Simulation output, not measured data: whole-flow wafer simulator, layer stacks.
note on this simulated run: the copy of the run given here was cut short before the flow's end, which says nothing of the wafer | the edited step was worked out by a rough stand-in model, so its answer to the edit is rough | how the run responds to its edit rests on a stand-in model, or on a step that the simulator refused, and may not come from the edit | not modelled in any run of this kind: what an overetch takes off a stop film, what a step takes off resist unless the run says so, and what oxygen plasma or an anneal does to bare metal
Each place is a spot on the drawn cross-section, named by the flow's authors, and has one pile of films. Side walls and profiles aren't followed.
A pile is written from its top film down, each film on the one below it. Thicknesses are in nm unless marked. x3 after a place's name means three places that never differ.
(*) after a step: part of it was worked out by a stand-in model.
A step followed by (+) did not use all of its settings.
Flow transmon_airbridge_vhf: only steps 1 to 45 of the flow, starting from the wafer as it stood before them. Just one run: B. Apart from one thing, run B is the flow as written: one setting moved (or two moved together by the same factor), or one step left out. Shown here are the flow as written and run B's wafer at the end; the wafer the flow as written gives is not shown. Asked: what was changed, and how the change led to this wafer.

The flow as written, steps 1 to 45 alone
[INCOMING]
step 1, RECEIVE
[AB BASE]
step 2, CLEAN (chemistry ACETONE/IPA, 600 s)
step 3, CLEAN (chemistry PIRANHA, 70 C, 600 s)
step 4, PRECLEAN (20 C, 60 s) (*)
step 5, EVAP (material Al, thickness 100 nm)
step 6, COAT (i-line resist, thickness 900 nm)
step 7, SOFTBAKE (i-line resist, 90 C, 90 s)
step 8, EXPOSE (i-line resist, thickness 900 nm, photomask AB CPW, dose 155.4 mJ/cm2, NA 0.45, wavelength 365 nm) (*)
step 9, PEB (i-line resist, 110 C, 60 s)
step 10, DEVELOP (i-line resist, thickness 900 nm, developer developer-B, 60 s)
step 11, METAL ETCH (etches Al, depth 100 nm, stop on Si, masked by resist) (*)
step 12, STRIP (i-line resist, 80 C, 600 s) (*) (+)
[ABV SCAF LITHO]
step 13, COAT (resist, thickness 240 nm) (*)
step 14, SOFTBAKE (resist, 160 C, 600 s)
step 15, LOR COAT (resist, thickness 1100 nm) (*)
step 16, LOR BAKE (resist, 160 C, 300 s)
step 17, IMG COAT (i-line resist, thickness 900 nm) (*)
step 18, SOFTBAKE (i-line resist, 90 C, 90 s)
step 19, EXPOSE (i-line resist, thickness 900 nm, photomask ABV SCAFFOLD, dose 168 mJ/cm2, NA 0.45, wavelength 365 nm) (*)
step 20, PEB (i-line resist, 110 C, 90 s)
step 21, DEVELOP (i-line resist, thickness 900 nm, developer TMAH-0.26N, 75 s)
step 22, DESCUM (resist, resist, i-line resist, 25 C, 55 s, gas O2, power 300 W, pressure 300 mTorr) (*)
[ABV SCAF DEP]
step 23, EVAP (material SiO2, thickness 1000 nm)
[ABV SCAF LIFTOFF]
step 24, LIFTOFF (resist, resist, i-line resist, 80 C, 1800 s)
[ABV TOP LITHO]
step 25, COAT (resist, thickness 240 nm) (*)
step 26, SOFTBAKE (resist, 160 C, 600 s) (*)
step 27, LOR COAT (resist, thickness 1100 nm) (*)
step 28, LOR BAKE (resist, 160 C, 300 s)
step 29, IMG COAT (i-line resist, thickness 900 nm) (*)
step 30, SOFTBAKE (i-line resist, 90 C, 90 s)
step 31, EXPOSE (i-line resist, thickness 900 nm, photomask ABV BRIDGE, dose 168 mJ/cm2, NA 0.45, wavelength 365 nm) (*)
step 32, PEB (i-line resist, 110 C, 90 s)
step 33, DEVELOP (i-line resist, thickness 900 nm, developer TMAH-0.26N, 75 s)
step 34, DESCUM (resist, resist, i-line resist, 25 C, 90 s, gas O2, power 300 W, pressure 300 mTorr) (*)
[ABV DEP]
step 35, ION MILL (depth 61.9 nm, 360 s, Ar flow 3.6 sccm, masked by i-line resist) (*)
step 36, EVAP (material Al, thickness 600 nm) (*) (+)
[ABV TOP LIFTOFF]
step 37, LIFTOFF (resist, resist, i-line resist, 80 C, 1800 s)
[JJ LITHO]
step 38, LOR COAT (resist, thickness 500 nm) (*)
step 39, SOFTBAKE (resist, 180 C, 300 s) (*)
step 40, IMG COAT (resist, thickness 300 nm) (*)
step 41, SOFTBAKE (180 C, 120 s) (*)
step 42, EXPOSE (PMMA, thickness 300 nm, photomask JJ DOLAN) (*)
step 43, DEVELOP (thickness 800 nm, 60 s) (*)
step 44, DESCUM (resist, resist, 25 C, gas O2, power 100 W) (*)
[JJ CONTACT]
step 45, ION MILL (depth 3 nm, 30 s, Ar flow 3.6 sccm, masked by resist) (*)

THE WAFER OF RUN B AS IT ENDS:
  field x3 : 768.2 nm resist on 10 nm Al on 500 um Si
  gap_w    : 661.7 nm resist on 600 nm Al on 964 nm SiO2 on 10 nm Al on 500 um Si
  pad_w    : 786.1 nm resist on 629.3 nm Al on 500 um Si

Cause: step 11, METAL ETCH: depth 90 nm was run, while the flow as written has depth 100 nm.

The path from the change to this, step by step:
  step 11, METAL ETCH (etches Al, depth 100 nm, stop on Si, masked by resist) (*)
      field x3, jj_line, gap_w, gap_e: -90 Al (in the flow as written it would be: -100 Al (all of it))
      ground_far, pad_w, flank_w and 8 more: -45 i-line resist (in the flow as written it would be: -50 i-line resist)
  step 45, ION MILL (depth 3 nm, 30 s, Ar flow 3.6 sccm, masked by resist) (*)
      jj_line: -10 Al (all of it), -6 Si (in the flow as written it would be: -11.6 Si)
Taking metal films that touch as one body, field x3 has 1 body; the flow as written gives 0 bodies.
Taking metal films that touch as one body, gap_w has 2 bodies (between them, from the top down: SiO2 964); the flow as written gives 1 body.
